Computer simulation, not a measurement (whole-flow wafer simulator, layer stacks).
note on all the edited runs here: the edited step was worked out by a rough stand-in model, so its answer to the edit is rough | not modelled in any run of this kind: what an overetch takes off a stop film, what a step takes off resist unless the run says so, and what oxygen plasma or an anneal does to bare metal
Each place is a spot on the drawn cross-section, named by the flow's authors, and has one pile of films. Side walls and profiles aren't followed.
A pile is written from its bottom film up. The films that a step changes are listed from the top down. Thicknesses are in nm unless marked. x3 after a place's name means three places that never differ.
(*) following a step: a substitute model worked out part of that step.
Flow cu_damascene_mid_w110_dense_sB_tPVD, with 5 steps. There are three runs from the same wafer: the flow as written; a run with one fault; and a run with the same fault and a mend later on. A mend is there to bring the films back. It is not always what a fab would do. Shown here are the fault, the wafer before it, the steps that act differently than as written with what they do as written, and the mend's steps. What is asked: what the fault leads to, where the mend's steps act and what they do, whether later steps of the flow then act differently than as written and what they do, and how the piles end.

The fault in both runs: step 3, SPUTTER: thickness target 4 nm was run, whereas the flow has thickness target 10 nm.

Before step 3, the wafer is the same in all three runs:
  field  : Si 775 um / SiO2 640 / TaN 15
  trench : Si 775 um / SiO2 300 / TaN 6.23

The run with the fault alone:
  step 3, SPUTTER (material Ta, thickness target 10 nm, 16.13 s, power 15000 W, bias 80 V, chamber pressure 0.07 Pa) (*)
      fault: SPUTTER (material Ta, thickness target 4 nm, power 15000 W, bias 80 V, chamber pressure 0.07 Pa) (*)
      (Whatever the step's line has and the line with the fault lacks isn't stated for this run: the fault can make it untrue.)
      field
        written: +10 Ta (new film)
        fault: +4 Ta (new film)
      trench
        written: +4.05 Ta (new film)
        fault: +1.62 Ta (new film)
  None of the later steps of the flow differs from how it acts as written, at any place that is followed, by more than 2% or 0.5 nm, whichever is larger.
  At field, trench, the piles at the end differ from the flow's by more than 2% or 0.5 nm, whichever is larger.
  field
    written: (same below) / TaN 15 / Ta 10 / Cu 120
    fault: (same below) / TaN 15 / Ta 4 / Cu 120
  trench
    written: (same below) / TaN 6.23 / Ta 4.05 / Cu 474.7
    fault: (same below) / TaN 6.23 / Ta 1.62 / Cu 471.2

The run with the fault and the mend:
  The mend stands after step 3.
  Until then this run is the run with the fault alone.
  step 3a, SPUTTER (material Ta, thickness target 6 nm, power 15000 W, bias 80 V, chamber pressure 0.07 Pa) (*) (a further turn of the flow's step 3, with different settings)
      field
        +6 Ta
      trench
        +2.39 Ta
  None of the later steps of the flow differs from how it acts as written, at any place that is followed, by more than 2% or 0.5 nm, whichever is larger.
  The piles end only slightly different from the flow's at the places that both follow, by no more than 2% or 0.5 nm, whichever is larger.
